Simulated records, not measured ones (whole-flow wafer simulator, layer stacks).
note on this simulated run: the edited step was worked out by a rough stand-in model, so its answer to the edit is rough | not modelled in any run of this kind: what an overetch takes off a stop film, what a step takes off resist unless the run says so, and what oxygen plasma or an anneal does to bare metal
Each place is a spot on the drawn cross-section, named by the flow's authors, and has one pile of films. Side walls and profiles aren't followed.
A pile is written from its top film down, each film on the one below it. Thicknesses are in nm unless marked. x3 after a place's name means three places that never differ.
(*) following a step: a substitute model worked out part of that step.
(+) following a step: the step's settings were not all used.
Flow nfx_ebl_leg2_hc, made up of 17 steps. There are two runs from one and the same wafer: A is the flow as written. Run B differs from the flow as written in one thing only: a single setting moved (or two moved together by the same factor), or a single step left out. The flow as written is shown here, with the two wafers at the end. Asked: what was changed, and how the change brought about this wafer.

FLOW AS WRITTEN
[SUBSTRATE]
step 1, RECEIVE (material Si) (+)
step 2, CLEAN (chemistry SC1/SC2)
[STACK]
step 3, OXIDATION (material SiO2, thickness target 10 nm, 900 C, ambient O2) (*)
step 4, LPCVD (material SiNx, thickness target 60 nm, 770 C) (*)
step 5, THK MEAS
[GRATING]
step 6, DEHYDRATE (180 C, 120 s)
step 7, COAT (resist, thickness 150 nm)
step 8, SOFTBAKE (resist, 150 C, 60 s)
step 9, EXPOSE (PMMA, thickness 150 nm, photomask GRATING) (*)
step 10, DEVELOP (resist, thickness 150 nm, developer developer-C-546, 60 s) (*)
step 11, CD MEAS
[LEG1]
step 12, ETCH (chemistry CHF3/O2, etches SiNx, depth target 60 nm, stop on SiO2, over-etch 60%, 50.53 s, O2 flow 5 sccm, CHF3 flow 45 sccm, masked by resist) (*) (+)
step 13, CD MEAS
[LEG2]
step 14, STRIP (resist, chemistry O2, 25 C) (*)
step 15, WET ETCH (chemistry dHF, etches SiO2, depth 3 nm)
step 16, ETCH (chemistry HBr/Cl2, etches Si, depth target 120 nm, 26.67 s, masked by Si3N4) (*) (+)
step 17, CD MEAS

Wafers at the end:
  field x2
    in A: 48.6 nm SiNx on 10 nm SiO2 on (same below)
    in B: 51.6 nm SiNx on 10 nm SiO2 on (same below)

What caused this: step 4, LPCVD: thickness target 63 nm was run, though the flow has thickness target 60 nm.

How this came from the change, step by step:
  step 4, LPCVD (material SiNx, thickness target 60 nm, 770 C) (*)
      field x2, pad x2: A +60 SiNx (new film) | B +63 SiNx (new film)
  step 12, ETCH (chemistry CHF3/O2, etches SiNx, depth target 60 nm, stop on SiO2, over-etch 60%, 50.53 s, O2 flow 5 sccm, CHF3 flow 45 sccm, masked by resist) (*) (+)
      pad x2: A -60 SiNx (all of it), -10 SiO2 (all of it) | B -63 SiNx (all of it), -10 SiO2 (all of it)
